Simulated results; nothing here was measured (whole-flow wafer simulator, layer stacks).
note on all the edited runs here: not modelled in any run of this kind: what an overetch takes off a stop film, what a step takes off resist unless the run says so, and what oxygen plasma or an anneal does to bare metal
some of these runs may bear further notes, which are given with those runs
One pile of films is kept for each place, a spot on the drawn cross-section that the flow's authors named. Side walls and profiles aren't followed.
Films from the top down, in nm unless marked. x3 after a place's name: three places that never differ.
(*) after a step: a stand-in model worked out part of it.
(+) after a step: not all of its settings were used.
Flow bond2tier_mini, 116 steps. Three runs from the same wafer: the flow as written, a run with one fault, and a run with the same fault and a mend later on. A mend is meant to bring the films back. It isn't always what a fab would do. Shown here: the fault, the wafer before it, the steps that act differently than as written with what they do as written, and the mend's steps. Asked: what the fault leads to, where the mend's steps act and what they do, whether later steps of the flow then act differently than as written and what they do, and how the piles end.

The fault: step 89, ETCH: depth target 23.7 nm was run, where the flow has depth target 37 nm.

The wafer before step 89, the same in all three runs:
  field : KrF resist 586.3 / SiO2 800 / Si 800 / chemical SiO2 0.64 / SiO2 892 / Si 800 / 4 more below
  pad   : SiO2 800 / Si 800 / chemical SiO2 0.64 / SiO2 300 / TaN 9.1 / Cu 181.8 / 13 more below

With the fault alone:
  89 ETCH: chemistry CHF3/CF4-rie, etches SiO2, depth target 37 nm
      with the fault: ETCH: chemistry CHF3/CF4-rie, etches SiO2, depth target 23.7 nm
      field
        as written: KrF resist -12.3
        with the fault: KrF resist -7.9
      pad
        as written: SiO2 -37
        with the fault: SiO2 -23.7
  Later steps of the flow that act differently than as written (5 more steps differ only slightly, by at most 2% or 0.5 nm, whichever is larger, and aren't shown):
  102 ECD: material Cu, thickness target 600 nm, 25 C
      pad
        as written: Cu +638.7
        with the fault: Cu +624.8
  At the end the piles differ from the flow's by more than 2% or 0.5 nm, whichever is larger, at pad.
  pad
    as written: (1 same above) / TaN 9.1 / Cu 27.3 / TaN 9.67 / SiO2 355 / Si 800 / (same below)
    with the fault: (1 same above) / TaN 9.1 / Cu 13.9 / TaN 9.79 / SiO2 368.3 / Si 800 / (same below)

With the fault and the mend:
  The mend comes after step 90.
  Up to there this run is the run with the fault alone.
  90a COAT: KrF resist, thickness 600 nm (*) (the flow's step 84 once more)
      field
        KrF resist +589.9 (new film)
      pad
        KrF resist +610.5 (new film)
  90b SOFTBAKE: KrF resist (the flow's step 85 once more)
      changes no film at any place that is followed
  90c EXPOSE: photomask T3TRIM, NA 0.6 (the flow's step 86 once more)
      changes no film at any place that is followed
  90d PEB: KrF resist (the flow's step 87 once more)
      changes no film at any place that is followed
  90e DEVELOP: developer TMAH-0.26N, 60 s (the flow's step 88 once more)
      field
        KrF resist -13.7
      pad
        KrF resist -610.5 (all of it)
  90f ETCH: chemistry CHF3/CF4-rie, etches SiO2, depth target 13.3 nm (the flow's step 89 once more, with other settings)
      field
        KrF resist -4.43
      pad
        SiO2 -13.3
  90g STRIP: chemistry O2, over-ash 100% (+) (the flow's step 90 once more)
      field
        KrF resist -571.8 (all of it)
  No later step of the flow acts differently than as written at any place that is followed.
  At the end the piles are the same as the flow's at every place that both follow.
